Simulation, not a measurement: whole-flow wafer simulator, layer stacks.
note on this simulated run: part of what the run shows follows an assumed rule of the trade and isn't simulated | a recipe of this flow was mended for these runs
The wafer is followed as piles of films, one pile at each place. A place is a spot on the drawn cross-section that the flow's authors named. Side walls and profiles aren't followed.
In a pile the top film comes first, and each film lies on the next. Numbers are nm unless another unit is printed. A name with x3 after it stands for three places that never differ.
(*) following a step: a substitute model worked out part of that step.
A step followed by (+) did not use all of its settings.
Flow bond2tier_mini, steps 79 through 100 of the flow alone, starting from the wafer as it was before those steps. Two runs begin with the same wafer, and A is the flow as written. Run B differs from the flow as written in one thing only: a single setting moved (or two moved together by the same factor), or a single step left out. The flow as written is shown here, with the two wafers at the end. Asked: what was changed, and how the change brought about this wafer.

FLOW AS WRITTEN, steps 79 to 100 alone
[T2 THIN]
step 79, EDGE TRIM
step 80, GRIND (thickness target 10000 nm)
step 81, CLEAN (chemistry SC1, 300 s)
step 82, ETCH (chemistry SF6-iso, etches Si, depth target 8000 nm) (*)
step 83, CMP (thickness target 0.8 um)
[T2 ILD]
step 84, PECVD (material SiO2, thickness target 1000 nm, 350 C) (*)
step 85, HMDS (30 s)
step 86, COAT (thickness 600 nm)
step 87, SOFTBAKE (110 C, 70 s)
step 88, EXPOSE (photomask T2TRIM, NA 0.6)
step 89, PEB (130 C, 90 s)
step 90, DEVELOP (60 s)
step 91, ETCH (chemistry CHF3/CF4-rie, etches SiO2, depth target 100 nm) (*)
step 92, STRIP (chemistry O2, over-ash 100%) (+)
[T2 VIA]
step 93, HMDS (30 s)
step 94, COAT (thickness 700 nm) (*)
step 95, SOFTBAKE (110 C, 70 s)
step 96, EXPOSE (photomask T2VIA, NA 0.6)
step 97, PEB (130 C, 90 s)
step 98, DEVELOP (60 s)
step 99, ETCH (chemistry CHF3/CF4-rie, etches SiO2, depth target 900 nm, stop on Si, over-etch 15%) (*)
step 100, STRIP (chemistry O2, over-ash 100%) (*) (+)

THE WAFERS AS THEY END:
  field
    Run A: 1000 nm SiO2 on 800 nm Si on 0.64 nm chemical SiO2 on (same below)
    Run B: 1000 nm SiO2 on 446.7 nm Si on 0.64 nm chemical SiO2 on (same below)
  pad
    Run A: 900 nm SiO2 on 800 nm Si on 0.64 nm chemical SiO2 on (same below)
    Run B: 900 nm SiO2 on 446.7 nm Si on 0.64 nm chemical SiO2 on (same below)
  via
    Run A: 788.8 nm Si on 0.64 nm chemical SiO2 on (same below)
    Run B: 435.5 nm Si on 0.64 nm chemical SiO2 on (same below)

What caused this: step 80, GRIND: thickness target 8447 nm was run, though the flow has thickness target 10000 nm.

The path from the change to this, step by step:
  step 80, GRIND (thickness target 10000 nm)
      field, pad, via: A -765 um Si | B -766.55 um Si
  step 83, CMP (thickness target 0.8 um)
      field, pad, via: A -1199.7 Si | B nothing
